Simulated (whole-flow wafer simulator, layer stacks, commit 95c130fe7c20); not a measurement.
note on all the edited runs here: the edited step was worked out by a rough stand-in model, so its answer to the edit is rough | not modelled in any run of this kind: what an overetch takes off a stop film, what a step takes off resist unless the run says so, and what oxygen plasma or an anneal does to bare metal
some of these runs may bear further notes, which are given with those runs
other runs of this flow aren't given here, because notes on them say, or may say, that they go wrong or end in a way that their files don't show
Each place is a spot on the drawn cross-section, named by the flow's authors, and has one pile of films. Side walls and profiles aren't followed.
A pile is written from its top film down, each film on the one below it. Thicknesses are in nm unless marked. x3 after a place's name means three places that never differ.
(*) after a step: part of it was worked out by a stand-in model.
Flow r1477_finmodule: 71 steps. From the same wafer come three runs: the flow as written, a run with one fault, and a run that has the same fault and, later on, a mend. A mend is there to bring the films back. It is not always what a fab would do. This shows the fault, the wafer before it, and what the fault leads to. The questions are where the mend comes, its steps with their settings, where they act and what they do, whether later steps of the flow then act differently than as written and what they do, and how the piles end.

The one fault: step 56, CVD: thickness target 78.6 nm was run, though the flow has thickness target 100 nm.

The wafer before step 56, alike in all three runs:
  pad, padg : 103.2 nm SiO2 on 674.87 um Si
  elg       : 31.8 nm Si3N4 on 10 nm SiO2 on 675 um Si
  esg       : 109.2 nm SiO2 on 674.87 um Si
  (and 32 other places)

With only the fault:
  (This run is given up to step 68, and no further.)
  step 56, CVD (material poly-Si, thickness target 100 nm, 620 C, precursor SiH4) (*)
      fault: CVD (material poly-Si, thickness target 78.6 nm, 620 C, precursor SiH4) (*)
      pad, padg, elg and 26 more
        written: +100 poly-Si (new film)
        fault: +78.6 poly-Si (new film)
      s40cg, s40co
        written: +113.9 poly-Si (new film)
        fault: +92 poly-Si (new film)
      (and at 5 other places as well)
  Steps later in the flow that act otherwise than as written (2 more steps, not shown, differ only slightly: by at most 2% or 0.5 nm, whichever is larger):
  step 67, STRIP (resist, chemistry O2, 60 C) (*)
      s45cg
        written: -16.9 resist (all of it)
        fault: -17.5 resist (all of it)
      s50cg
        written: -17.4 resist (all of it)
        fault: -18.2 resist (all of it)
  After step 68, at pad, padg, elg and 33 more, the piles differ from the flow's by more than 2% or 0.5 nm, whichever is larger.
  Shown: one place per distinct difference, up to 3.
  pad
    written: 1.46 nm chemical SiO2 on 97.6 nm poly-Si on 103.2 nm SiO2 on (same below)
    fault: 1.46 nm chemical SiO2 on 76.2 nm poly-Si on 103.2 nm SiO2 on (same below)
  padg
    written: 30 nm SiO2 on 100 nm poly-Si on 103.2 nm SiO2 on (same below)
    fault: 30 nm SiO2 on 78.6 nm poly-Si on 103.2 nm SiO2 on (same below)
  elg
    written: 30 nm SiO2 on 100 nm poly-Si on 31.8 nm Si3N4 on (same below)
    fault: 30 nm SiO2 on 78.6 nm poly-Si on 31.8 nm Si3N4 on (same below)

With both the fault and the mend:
  The mend stands after step 56.
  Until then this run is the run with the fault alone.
  step 56a, ETCH (chemistry tmah, depth target 142.6 nm)
      pad, padg, elg and 26 more
        -78.6 poly-Si (all of it)
      s40cg, s40co
        -92 poly-Si (all of it)
      s45cg, s45co
        -91.3 poly-Si (all of it)
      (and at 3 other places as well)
  step 56b, CLEAN (chemistry SC1, 46 C, 45 s) (*) (the flow's step 48 again)
      s40sg_line, s45sg_line, s50sg_line, s40so_line, s45so_line, s50so_line
        -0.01 SiO2
  step 56c, CVD (material poly-Si, thickness target 100 nm, 620 C, precursor SiH4) (*) (the flow's step 56 again)
      pad, padg, elg and 26 more
        +100 poly-Si (new film)
      s40cg, s40co
        +113.9 poly-Si (new film)
      s45cg, s45co
        +113.4 poly-Si (new film)
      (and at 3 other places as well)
  None of the later steps of the flow differs from how it acts as written, at any place that is followed, by more than 2% or 0.5 nm, whichever is larger.
  At the end the piles are close to the flow's at the places that both follow, differing by at most 2% or 0.5 nm, whichever is larger.
